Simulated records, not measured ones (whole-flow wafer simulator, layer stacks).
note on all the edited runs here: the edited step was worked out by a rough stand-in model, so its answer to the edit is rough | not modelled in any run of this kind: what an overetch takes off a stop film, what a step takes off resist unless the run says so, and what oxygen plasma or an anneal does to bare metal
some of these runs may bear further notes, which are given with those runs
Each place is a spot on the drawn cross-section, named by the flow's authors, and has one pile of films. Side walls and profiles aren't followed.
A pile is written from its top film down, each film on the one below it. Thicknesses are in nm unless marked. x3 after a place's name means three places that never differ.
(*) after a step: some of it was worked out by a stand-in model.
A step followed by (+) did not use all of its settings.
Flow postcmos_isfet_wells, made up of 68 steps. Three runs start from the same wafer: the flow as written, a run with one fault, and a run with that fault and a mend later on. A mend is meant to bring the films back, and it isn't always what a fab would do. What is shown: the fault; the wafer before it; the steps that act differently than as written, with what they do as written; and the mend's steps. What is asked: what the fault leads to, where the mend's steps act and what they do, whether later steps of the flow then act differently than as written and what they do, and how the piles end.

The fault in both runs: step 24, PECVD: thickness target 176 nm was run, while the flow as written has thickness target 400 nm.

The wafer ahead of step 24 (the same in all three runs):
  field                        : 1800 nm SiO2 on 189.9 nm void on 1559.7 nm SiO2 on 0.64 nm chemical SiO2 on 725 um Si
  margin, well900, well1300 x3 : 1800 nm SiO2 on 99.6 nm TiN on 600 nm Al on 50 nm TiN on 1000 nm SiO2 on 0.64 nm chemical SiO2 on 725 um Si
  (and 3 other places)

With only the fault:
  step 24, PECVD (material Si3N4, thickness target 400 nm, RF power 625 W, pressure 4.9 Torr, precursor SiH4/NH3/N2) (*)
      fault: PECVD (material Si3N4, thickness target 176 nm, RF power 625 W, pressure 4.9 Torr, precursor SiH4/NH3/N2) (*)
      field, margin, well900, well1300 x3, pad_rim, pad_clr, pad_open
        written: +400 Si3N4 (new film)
        fault: +176 Si3N4 (new film)
  Steps later in the flow that act otherwise than as written (1 more step, not shown, differs only slightly: by at most 2% or 0.5 nm, whichever is larger):
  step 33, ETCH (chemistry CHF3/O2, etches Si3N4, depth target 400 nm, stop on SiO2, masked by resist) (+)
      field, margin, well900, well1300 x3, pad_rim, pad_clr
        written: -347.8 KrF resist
        fault: -229.6 KrF resist
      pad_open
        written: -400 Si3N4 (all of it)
        fault: -176 Si3N4 (all of it)
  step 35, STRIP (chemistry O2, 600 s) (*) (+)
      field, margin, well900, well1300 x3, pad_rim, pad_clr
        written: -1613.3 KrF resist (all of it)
        fault: -1731.6 KrF resist (all of it)
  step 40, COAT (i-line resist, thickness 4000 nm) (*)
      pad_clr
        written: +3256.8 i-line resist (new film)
        fault: +3326.9 i-line resist (new film)
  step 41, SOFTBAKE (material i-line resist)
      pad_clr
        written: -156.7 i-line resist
        fault: -134.5 i-line resist
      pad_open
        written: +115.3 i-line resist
        fault: +105.3 i-line resist
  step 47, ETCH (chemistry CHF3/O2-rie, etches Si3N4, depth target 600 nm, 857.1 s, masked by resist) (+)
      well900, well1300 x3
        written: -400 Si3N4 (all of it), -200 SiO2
        fault: -176 Si3N4 (all of it), -424 SiO2
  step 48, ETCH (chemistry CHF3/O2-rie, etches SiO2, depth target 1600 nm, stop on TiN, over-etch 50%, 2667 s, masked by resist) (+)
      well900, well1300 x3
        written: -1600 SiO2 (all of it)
        fault: -1376 SiO2 (all of it)
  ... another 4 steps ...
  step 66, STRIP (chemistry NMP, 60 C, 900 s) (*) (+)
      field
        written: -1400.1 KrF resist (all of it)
        fault: -1506.4 KrF resist (all of it)
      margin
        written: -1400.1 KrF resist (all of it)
        fault: -1506.3 KrF resist (all of it)
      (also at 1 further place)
  At field, margin, pad_rim, pad_clr, the piles at the end differ from the flow's by more than 2% or 0.5 nm, whichever is larger.
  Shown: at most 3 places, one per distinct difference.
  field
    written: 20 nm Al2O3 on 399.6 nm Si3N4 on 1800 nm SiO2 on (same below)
    fault: 20 nm Al2O3 on 175.6 nm Si3N4 on 1800 nm SiO2 on (same below)
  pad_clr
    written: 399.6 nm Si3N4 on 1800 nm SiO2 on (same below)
    fault: 175.6 nm Si3N4 on 1800 nm SiO2 on (same below)

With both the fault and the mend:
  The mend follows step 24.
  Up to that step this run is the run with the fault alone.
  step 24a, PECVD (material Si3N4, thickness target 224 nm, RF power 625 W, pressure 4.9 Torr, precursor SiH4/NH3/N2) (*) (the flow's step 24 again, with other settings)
      field, margin, well900, well1300 x3, pad_rim, pad_clr, pad_open
        +224 Si3N4
  Later steps of the flow that are run all act as written at every place that is followed.
  By the end, the piles equal the flow's at every place that both follow.
